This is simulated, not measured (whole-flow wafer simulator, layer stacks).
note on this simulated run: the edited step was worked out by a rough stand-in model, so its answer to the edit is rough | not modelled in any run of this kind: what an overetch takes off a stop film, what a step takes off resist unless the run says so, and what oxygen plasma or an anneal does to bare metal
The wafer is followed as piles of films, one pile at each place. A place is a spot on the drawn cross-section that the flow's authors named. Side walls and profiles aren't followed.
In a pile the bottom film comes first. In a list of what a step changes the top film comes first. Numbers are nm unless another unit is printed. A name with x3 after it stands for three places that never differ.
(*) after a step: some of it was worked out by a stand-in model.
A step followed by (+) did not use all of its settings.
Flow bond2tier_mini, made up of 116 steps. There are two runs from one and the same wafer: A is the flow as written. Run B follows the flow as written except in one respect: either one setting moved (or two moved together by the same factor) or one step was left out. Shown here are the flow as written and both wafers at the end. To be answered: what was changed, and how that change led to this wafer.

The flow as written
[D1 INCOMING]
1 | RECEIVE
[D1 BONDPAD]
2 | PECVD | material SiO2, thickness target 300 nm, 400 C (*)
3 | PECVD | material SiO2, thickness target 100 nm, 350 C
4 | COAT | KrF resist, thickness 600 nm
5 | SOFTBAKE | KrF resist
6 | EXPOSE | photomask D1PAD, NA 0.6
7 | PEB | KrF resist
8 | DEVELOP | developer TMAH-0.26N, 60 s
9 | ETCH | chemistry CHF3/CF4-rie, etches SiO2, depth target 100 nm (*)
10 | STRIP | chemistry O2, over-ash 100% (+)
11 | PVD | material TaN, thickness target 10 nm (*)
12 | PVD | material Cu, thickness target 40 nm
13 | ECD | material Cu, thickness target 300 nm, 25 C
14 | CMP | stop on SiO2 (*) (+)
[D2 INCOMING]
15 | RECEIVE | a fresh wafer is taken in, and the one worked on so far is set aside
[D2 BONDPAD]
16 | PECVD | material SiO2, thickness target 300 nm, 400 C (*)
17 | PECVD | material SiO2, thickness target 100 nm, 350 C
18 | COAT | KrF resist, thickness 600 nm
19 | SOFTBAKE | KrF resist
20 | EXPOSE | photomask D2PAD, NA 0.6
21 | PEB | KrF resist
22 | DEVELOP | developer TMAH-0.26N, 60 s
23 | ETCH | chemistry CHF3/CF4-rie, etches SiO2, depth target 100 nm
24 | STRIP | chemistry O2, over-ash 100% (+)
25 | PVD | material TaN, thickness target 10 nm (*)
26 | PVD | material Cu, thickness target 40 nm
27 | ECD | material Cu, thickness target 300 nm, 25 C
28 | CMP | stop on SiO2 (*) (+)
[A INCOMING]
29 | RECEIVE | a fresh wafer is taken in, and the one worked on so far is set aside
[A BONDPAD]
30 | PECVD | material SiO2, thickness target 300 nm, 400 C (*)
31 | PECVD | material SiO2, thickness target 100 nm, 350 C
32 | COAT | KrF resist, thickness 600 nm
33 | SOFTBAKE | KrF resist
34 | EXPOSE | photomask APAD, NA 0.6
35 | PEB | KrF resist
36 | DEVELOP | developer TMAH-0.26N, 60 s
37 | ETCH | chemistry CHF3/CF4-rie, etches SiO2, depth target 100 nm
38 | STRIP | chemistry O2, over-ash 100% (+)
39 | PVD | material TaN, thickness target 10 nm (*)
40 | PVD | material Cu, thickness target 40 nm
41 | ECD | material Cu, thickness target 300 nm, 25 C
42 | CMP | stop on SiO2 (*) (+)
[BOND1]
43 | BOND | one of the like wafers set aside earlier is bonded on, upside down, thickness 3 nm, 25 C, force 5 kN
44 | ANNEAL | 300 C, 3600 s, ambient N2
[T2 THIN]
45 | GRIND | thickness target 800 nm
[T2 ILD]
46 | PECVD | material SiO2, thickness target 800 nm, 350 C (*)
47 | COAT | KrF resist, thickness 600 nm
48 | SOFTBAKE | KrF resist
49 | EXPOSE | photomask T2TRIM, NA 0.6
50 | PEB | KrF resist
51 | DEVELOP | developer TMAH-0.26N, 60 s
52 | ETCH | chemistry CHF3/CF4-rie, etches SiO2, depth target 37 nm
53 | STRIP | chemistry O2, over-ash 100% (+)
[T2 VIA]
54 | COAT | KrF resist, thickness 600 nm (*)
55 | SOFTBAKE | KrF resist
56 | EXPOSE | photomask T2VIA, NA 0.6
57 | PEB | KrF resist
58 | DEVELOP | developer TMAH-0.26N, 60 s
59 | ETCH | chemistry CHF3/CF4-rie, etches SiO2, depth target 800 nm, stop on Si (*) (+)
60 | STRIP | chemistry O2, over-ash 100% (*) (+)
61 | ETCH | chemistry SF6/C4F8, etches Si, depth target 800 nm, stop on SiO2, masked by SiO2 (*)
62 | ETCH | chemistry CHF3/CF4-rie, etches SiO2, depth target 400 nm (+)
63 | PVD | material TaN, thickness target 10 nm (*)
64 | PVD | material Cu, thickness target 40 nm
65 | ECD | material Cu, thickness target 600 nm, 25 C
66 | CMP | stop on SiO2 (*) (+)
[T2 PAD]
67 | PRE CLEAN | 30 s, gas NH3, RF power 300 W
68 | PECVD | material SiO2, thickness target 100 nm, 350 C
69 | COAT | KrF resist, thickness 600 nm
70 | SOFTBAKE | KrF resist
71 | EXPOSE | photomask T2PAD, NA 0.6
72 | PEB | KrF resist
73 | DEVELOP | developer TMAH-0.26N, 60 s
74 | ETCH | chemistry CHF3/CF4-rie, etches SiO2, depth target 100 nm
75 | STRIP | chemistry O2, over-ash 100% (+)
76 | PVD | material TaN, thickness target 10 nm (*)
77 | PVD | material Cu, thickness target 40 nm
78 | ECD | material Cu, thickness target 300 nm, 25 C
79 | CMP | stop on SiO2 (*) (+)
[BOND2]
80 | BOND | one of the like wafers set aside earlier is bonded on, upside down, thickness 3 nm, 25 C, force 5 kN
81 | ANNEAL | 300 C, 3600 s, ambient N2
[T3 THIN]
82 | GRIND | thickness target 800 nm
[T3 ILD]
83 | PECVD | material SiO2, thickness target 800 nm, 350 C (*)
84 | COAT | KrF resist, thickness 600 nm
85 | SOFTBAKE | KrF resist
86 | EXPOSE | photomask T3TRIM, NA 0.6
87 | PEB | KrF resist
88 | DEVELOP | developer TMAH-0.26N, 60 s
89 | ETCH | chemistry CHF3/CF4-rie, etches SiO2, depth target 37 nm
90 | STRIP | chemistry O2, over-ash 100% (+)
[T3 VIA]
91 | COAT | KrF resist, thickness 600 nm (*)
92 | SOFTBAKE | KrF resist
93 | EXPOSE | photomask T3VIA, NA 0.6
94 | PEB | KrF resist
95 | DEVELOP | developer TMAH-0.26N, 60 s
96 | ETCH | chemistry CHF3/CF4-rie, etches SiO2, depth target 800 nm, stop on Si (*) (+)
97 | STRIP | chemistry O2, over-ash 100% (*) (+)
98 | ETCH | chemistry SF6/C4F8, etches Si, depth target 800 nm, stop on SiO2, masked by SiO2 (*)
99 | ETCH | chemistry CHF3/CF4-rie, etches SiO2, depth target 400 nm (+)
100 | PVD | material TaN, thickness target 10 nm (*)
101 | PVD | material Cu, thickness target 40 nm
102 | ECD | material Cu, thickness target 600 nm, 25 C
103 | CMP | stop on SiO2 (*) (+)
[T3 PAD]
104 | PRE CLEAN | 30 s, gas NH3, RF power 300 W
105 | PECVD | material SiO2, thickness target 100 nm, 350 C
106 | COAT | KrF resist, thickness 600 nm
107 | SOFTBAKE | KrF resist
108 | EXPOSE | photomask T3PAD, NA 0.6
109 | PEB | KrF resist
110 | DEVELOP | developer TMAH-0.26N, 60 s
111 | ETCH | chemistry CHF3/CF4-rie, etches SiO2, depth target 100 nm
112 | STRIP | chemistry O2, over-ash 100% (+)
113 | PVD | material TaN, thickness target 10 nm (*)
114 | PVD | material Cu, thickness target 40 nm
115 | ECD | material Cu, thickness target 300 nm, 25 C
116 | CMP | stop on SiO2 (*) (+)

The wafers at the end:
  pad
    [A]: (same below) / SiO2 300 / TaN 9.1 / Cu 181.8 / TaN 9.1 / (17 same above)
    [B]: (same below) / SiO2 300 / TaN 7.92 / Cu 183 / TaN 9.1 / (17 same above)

What caused this: step 39, PVD: thickness target 8.7 nm was run, whereas the flow has thickness target 10 nm.

Step by step, how the change led to this:
  39 | PVD | material TaN, thickness target 10 nm (*)
      field: A +10 TaN (new film) | B +8.7 TaN (new film)
      pad: A +9.1 TaN (new film) | B +7.92 TaN (new film)
      (and at 1 other place as well)
  42 | CMP | stop on SiO2 (*) (+)
      field: A -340 Cu (all of it), -10 TaN (all of it) | B -340 Cu (all of it), -8.7 TaN (all of it)
